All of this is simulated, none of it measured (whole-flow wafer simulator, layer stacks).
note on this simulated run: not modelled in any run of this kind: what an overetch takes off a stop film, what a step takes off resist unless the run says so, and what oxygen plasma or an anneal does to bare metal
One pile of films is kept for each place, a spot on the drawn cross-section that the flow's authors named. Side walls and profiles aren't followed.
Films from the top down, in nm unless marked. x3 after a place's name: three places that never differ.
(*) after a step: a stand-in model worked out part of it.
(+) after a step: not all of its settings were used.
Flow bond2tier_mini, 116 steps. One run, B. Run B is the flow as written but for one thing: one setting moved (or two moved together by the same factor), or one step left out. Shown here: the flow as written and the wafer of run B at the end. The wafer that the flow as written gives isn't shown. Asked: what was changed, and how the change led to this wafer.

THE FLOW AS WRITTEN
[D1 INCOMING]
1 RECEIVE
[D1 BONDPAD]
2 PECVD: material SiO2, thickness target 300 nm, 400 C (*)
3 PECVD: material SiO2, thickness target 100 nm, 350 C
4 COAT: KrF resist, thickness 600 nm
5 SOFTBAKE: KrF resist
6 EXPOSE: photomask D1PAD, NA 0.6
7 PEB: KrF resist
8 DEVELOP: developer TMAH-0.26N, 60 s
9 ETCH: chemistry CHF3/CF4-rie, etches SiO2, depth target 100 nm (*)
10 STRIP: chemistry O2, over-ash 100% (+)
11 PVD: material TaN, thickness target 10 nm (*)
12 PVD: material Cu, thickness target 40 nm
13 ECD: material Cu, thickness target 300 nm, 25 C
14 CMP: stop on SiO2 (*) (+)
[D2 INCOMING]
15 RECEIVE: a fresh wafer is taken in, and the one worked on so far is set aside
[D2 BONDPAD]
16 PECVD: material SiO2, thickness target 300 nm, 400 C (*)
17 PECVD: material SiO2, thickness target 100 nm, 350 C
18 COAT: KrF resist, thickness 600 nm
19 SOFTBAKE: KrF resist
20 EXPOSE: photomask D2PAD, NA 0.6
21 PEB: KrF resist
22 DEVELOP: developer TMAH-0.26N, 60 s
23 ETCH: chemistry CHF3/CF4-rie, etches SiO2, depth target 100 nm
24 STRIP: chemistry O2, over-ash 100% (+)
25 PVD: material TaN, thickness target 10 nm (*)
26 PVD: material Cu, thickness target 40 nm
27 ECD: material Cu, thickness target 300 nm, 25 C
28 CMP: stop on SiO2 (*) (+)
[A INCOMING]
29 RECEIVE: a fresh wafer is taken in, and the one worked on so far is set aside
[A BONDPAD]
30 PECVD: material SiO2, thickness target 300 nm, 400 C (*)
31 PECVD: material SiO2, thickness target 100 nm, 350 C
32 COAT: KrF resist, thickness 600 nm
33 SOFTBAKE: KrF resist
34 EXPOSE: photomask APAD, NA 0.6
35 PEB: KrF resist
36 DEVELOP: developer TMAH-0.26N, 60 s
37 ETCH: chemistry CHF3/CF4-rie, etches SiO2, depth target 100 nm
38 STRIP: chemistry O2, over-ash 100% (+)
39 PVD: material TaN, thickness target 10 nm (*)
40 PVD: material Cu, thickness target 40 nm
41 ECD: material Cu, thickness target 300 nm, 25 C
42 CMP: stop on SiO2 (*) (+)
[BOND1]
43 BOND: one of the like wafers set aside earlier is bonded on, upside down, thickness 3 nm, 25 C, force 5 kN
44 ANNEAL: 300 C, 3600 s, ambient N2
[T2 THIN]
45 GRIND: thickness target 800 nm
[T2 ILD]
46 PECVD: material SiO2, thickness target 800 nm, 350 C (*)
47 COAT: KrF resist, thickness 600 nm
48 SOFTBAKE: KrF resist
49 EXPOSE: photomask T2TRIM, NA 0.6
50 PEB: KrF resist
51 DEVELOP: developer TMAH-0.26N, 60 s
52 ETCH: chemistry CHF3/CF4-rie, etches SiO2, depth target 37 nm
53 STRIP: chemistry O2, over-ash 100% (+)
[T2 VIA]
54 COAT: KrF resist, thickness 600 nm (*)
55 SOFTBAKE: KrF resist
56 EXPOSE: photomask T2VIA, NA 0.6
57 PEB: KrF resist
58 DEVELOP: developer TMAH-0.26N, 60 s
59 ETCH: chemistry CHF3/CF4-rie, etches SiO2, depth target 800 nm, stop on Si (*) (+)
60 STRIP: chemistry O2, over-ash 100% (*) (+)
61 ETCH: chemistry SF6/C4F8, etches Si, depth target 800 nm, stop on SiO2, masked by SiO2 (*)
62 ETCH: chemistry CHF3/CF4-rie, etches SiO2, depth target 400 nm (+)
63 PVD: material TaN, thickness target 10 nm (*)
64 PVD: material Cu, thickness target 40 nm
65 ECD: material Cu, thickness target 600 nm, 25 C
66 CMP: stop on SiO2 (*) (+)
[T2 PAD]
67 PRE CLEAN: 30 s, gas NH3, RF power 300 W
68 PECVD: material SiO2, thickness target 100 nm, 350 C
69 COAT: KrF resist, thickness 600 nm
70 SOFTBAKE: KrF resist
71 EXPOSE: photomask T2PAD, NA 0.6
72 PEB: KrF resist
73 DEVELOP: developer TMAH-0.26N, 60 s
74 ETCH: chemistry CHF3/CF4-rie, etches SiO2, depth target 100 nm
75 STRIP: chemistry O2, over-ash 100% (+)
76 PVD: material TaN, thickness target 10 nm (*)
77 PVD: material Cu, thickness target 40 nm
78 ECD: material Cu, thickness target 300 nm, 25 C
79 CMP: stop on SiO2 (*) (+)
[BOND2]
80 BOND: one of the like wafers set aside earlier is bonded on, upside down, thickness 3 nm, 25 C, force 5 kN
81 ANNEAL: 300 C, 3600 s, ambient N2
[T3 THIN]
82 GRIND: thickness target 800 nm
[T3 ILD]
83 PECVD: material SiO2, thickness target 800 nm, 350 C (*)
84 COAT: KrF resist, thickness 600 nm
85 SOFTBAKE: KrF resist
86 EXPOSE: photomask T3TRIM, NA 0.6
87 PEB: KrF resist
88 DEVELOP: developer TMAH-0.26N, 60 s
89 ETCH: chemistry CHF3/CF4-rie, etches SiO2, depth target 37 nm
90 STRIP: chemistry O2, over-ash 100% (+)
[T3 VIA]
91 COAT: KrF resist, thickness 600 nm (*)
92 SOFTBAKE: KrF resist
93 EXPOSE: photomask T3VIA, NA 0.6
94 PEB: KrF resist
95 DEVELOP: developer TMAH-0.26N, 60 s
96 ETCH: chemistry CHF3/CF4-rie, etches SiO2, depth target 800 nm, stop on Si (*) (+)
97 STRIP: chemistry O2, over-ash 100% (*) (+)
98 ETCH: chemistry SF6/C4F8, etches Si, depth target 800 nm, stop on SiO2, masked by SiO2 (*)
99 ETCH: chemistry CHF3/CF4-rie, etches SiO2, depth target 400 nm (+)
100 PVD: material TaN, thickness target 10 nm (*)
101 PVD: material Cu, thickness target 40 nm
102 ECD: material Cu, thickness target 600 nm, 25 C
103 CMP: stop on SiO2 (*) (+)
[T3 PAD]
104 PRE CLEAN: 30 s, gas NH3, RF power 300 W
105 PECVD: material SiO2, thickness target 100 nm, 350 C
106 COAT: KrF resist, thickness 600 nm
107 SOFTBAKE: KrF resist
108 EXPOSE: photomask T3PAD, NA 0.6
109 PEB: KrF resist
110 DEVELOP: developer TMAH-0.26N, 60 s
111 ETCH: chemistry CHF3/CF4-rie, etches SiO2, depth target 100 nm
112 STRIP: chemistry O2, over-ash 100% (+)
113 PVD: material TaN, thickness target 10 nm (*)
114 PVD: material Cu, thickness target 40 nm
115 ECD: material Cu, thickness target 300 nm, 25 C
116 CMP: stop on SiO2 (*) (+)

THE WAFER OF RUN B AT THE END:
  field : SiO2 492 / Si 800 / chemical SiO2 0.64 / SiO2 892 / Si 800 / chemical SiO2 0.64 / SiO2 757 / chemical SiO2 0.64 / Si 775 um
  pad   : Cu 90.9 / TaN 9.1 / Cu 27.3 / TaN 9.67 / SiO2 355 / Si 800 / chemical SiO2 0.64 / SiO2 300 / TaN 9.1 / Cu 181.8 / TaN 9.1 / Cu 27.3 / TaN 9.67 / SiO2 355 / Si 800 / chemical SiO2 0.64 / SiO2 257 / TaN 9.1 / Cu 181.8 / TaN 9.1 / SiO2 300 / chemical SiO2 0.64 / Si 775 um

The cause: step 3, PECVD: thickness target 57 nm was run, where the flow has thickness target 100 nm.

How the change led to this, step by step:
  3 PECVD: material SiO2, thickness target 100 nm, 350 C
      field, pad, via: SiO2 +57 (as written it would be: SiO2 +100)
  43 BOND: one of the like wafers set aside earlier is bonded on, upside down, thickness 3 nm, 25 C, force 5 kN
      field: Si +775 um (new film), chemical SiO2 +0.64 (new film), SiO2 +357 (as written it would be: Si +775 um (new film), chemical SiO2 +0.64 (new film), SiO2 +400)
      pad: Si +775 um (new film), chemical SiO2 +0.64 (new film), SiO2 +257 (new film), TaN +9.1 (new film), Cu +90.9 (as written it would be: Si +775 um (new film), chemical SiO2 +0.64 (new film), SiO2 +300 (new film), TaN +9.1 (new film), Cu +90.9)
      (and at 1 more place)
